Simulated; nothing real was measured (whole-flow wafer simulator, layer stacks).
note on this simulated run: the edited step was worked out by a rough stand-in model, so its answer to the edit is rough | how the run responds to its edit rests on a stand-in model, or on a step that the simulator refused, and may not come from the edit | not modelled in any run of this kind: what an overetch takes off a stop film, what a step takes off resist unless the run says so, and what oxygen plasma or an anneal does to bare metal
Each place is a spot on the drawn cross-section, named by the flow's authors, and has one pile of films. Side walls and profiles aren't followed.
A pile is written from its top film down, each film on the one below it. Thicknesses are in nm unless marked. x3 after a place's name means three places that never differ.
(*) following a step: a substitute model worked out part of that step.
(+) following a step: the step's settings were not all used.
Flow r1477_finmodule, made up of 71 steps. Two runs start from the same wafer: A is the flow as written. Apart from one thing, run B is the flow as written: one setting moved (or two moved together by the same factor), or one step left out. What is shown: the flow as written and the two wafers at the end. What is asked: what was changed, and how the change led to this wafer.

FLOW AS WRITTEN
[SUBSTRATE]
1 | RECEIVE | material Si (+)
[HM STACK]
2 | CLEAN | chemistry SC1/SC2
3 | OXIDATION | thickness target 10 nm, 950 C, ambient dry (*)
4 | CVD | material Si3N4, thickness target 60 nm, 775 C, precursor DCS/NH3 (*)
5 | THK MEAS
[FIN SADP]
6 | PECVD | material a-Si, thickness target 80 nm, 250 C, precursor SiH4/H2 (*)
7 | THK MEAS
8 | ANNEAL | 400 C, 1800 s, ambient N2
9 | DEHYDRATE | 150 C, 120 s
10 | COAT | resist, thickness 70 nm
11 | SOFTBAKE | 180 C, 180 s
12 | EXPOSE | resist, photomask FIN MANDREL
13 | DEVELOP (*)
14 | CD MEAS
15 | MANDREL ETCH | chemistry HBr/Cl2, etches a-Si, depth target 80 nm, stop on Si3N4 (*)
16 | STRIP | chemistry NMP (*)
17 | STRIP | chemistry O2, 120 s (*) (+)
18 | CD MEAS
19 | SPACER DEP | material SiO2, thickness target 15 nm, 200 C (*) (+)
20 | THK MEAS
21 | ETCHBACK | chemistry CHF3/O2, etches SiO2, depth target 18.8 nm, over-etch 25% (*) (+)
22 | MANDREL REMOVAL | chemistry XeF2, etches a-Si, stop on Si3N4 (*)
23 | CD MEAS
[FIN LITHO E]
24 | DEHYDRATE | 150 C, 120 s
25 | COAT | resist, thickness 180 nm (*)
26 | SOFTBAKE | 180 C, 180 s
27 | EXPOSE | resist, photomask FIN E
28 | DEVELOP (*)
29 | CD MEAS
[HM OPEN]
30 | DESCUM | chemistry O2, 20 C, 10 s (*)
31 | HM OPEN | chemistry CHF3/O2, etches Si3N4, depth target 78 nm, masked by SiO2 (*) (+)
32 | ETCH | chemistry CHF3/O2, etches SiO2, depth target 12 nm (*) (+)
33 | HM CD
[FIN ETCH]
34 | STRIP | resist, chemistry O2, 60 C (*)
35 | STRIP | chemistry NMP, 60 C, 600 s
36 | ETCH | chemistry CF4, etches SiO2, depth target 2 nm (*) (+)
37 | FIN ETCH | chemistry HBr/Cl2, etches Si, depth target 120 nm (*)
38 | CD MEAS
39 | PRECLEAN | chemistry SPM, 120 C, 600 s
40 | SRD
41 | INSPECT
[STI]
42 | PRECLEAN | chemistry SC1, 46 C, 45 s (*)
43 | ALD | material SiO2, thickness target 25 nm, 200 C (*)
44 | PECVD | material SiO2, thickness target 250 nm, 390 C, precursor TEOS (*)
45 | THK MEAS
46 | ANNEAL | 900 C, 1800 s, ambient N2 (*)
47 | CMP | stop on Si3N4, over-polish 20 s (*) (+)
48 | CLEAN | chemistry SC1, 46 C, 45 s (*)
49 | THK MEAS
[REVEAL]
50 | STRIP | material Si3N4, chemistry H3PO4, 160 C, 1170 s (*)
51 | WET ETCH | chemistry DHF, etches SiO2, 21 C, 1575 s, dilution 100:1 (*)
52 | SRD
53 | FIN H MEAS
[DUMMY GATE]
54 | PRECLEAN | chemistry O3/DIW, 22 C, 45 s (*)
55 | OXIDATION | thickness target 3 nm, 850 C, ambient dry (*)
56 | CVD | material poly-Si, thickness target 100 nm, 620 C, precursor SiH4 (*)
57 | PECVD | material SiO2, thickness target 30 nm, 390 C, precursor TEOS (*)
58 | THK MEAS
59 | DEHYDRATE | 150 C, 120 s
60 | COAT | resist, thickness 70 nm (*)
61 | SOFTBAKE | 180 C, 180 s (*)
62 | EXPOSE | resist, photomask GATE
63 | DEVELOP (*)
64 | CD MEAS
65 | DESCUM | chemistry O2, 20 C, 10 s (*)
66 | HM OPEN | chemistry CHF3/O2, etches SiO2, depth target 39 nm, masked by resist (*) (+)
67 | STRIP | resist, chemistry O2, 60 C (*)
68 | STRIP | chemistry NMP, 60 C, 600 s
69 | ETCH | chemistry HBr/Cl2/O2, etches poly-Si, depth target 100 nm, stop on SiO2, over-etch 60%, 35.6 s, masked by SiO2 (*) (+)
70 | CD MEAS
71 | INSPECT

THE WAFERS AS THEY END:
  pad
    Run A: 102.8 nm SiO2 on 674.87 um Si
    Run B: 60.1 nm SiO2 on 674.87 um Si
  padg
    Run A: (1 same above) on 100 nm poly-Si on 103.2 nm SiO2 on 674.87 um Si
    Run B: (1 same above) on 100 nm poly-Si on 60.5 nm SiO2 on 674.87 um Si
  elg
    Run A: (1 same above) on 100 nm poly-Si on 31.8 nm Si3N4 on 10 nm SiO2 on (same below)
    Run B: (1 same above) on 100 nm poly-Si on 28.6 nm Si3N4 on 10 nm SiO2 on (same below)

What caused this: step 51, WET ETCH: 2362 s was run, whereas the flow has 1575 s.

The path from the change to this, step by step:
  51 | WET ETCH | chemistry DHF, etches SiO2, 21 C, 1575 s, dilution 100:1 (*)
      pad, padg, e40sg and 12 more: A SiO2 loses 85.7 | B SiO2 loses 128.5
      elg, e40lg, e100lg, e200lg, elo, e40lo, e100lo, e200lo: A SiO2 loses 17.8 (all of it), Si3N4 loses 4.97 | B SiO2 loses 17.8 (all of it), Si3N4 loses 8.18
      (also at 7 further places)
  56 | CVD | material poly-Si, thickness target 100 nm, 620 C, precursor SiH4 (*)
      s40cg, s40co: A poly-Si gains 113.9 (new film) | B poly-Si gains 155.4 (new film)
      s45cg, s45co: A poly-Si gains 113.4 (new film) | B poly-Si gains 155.4 (new film)
      (also at 3 further places)
  60 | COAT | resist, thickness 70 nm (*)
      e40lg, e100lg, e200lg, elo, e40lo, e100lo, e200lo: A resist gains 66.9 (new film) | B resist gains 64.9 (new film)
      e40sg, eso, e40so: A resist gains 129.5 (new film) | B resist gains 167 (new film)
      (also at 16 further places)
  63 | DEVELOP (*)
      elo, e40lo, e100lo, e200lo: A resist loses 66.9 (all of it) | B resist loses 64.9 (all of it)
      eso, e40so: A resist loses 129.5 (all of it) | B resist loses 167 (all of it)
      (also at 8 further places)
  67 | STRIP | resist, chemistry O2, 60 C (*)
      e40lg, e100lg, e200lg: A resist loses 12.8 (all of it) | B resist loses 10.8 (all of it)
      e40sg: A resist loses 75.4 (all of it) | B resist loses 112.9 (all of it)
      (also at 10 further places)
  69 | ETCH | chemistry HBr/Cl2/O2, etches poly-Si, depth target 100 nm, stop on SiO2, over-etch 60%, 35.6 s, masked by SiO2 (*) (+)
      s40co: A chemical SiO2 loses 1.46 (all of it), poly-Si loses 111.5 (all of it), SiO2 loses 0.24 | B chemical SiO2 loses 1.61 (all of it), poly-Si loses 152.9 (all of it)
      s45co: A chemical SiO2 loses 1.46 (all of it), poly-Si loses 110.9 (all of it), SiO2 loses 0.25 | B chemical SiO2 loses 1.61 (all of it), poly-Si loses 152.9 (all of it)
      (also at 1 further place)
